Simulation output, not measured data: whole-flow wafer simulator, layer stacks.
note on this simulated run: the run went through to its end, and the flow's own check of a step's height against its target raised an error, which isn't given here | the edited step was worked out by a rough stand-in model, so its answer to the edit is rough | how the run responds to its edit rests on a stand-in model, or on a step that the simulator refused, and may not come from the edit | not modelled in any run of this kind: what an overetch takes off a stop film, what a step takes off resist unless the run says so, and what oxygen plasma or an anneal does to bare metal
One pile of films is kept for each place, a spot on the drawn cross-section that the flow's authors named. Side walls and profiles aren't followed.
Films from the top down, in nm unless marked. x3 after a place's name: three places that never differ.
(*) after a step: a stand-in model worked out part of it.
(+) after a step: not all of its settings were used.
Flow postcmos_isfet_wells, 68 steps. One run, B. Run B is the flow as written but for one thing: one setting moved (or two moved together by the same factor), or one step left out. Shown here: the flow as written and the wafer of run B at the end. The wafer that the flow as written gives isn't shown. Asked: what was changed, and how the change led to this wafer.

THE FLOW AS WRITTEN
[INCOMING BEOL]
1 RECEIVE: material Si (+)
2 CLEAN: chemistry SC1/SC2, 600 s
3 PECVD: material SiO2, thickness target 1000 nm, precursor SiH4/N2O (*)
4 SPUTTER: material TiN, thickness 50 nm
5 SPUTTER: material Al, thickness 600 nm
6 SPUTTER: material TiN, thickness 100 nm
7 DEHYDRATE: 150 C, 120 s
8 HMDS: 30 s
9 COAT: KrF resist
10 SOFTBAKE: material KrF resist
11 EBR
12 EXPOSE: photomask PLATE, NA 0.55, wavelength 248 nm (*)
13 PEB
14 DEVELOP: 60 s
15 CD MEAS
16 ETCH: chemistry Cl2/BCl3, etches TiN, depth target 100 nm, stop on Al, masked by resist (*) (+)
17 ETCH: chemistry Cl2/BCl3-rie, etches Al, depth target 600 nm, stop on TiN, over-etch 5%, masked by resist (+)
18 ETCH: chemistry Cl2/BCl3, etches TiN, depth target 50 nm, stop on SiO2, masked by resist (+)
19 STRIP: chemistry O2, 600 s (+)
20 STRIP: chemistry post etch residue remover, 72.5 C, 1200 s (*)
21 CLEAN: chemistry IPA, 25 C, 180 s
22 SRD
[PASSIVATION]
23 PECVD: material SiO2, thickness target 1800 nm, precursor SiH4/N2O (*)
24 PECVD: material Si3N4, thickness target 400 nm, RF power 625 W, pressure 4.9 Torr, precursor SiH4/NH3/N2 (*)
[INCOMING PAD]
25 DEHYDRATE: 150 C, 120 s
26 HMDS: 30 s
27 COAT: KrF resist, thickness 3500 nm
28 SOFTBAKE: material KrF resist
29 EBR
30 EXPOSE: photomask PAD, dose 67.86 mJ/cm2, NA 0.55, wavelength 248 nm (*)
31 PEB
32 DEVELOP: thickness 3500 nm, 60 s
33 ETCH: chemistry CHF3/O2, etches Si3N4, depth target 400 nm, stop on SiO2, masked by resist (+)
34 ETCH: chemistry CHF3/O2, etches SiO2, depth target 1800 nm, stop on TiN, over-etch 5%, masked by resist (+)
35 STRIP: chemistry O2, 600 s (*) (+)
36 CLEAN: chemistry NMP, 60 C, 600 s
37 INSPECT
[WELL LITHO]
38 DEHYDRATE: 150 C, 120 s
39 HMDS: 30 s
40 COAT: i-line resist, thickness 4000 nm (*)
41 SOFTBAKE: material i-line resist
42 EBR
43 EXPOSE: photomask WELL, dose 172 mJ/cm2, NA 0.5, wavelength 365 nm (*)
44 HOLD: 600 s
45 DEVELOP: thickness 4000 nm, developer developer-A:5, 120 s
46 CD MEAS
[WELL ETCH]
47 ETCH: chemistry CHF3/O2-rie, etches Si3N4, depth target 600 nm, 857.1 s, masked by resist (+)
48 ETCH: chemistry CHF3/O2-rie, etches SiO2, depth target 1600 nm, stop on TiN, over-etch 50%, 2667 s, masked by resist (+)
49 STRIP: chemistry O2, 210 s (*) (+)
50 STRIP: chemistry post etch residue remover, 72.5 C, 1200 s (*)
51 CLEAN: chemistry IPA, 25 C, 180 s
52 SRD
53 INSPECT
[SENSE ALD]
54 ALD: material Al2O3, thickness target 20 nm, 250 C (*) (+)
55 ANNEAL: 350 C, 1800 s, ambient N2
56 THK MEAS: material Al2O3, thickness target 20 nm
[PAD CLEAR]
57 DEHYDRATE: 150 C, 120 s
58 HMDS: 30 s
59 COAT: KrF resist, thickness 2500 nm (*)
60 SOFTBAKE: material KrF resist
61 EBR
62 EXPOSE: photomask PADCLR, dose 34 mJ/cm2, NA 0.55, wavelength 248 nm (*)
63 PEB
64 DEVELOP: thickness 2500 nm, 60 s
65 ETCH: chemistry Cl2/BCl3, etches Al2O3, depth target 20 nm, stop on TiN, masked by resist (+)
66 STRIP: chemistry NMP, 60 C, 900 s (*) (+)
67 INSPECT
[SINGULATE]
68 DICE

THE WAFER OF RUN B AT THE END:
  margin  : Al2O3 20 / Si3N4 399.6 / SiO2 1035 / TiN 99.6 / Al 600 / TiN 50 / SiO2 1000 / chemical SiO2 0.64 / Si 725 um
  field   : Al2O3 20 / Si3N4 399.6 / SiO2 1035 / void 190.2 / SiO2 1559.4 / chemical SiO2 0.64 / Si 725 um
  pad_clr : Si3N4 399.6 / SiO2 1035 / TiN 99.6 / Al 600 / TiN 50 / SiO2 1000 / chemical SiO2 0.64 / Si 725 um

The cause: step 23, PECVD: thickness target 1035 nm was run, where the flow has thickness target 1800 nm.
It can be read off the wafer: margin has SiO2 1035, and step 23 as written asks for 1800 nm.

How the change led to this, step by step:
  23 PECVD: material SiO2, thickness target 1800 nm, precursor SiH4/N2O (*)
      margin, well900, well1300 x3, pad_rim, pad_clr, pad_open: SiO2 +1035 (new film) (as written it would be: SiO2 +1800 (new film))
      field: SiO2 +1035 (new film), void +190.2 (new film), SiO2 +559.4 (as written it would be: SiO2 +1800 (new film), void +189.9 (new film), SiO2 +559.7)
  34 ETCH: chemistry CHF3/O2, etches SiO2, depth target 1800 nm, stop on TiN, over-etch 5%, masked by resist (+)
      field, margin, well900, well1300 x3, pad_rim, pad_clr: KrF resist -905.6 (as written it would be: KrF resist -1500)
      pad_open: SiO2 -1035 (all of it) (as written it would be: SiO2 -1800 (all of it))
  35 STRIP: chemistry O2, 600 s (*) (+)
      field, margin, well900, well1300 x3, pad_rim, pad_clr: KrF resist -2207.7 (all of it) (as written it would be: KrF resist -1613.3 (all of it))
  40 COAT: i-line resist, thickness 4000 nm (*)
      pad_clr: i-line resist +3500.9 (new film) (as written it would be: i-line resist +3256.8 (new film))
      pad_open: i-line resist +4528.6 (new film) (as written it would be: i-line resist +4804.7 (new film))
  41 SOFTBAKE: material i-line resist
      pad_clr: i-line resist -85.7 (as written it would be: i-line resist -156.7)
      pad_open: i-line resist +79.1 (as written it would be: i-line resist +115.3)
  48 ETCH: chemistry CHF3/O2-rie, etches SiO2, depth target 1600 nm, stop on TiN, over-etch 50%, 2667 s, masked by resist (+)
      well900, well1300 x3: SiO2 -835 (all of it) (as written it would be: SiO2 -1600 (all of it))
  49 STRIP: chemistry O2, 210 s (*) (+)
      pad_clr: i-line resist -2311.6 (all of it) (as written it would be: i-line resist -1996.5 (all of it))
      pad_open: i-line resist -3504.1 (all of it) (as written it would be: i-line resist -3816.3 (all of it))
  59 COAT: KrF resist, thickness 2500 nm (*)
      field: KrF resist +1814.4 (new film) (as written it would be: KrF resist +1449 (new film))
      margin: KrF resist +1814.4 (new film) (as written it would be: KrF resist +1448.9 (new film))
      (and at 3 more places)
  60 SOFTBAKE: material KrF resist
      pad_clr: KrF resist -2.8 (as written it would be: KrF resist -3.77)
  63 PEB
      field, margin: KrF resist -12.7 (as written it would be: KrF resist -10.1)
      pad_rim: KrF resist -15.2 (as written it would be: KrF resist -13.9)
      (and at 2 more places)
  64 DEVELOP: thickness 2500 nm, 60 s
      pad_clr: KrF resist -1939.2 (all of it) (as written it would be: KrF resist -1676 (all of it))
      pad_open: KrF resist -2850.7 (all of it) (as written it would be: KrF resist -3045.1 (all of it))
  66 STRIP: chemistry NMP, 60 C, 900 s (*) (+)
      field: KrF resist -1763 (all of it) (as written it would be: KrF resist -1400.1 (all of it))
      margin: KrF resist -1762.9 (all of it) (as written it would be: KrF resist -1400.1 (all of it))
      (and at 1 more place)
